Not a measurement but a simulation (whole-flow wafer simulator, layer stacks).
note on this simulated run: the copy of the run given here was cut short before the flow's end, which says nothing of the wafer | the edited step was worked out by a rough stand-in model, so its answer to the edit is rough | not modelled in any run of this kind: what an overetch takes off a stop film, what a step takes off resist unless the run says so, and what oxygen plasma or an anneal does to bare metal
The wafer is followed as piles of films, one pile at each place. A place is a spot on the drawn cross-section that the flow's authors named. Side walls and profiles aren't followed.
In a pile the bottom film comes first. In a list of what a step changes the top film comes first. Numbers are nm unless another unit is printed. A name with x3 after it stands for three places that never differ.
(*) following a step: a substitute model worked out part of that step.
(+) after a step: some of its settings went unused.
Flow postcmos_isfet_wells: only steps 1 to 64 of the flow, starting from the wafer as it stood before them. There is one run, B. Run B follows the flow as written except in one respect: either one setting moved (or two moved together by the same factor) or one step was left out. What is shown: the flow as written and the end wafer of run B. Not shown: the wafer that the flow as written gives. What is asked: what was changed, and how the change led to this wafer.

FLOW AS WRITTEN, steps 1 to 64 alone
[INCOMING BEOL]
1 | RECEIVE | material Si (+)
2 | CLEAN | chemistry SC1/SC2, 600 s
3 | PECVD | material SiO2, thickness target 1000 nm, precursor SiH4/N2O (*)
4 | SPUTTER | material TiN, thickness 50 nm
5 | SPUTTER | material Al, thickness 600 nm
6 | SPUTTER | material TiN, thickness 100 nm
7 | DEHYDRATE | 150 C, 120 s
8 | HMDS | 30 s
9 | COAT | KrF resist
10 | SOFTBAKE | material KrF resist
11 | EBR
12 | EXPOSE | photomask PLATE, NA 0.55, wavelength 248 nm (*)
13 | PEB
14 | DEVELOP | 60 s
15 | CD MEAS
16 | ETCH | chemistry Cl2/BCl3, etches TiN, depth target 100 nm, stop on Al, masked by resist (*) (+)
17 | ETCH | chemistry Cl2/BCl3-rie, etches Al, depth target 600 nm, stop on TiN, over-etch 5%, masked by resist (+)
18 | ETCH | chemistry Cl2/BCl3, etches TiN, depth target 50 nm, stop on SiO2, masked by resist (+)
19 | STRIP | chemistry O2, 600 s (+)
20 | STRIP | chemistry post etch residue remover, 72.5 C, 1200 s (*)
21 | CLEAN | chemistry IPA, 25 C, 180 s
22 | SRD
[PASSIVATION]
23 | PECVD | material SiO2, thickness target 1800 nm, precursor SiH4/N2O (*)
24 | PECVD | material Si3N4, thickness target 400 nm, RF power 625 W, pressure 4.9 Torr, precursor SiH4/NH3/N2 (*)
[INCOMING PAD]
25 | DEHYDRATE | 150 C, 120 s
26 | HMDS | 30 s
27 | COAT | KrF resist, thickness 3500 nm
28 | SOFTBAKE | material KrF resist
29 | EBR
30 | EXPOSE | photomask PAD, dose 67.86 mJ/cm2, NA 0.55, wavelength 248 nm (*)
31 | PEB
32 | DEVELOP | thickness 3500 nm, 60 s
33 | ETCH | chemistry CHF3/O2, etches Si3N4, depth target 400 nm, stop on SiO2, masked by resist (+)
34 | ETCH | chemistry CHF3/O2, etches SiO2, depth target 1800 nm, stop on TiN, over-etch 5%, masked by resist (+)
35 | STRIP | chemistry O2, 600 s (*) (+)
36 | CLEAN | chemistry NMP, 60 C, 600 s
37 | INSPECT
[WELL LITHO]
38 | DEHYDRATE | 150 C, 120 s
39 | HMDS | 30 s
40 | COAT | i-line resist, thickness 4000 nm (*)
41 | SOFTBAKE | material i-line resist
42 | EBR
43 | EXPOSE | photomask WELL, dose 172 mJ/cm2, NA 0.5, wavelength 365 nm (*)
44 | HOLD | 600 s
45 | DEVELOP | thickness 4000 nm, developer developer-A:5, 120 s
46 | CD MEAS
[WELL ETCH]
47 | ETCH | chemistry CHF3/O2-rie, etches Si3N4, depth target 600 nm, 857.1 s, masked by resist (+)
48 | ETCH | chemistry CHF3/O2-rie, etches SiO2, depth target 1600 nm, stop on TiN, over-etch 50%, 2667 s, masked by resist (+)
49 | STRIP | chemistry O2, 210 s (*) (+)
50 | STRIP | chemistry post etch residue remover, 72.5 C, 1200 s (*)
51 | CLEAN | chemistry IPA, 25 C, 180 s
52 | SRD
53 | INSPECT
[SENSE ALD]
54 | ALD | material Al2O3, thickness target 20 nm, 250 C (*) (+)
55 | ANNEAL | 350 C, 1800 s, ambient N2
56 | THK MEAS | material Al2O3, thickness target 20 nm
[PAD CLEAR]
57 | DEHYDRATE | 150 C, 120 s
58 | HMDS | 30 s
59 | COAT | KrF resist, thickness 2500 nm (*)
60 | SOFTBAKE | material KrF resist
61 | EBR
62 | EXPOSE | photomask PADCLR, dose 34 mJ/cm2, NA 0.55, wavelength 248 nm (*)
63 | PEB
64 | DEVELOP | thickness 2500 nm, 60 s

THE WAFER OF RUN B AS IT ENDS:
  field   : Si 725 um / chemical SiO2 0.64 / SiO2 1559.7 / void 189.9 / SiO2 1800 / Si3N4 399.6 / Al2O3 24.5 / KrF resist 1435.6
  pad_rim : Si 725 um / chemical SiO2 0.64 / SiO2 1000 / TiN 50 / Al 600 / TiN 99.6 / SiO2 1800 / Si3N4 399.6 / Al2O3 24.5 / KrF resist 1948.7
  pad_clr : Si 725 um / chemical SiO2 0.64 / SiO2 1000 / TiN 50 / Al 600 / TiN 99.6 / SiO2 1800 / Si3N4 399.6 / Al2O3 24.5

The reason: step 54, ALD: thickness target 24.5 nm was run, while the flow as written has thickness target 20 nm.
The wafer lets one read it off: field has Al2O3 24.5, and step 54 as written asks for 20 nm.

Step by step, how the change led to this:
  54 | ALD | material Al2O3, thickness target 20 nm, 250 C (*) (+)
      field, margin, well900, well1300 x3, pad_rim, pad_clr, pad_open: Al2O3 gains 24.5 (new film) (as written it would have been: Al2O3 gains 20 (new film))
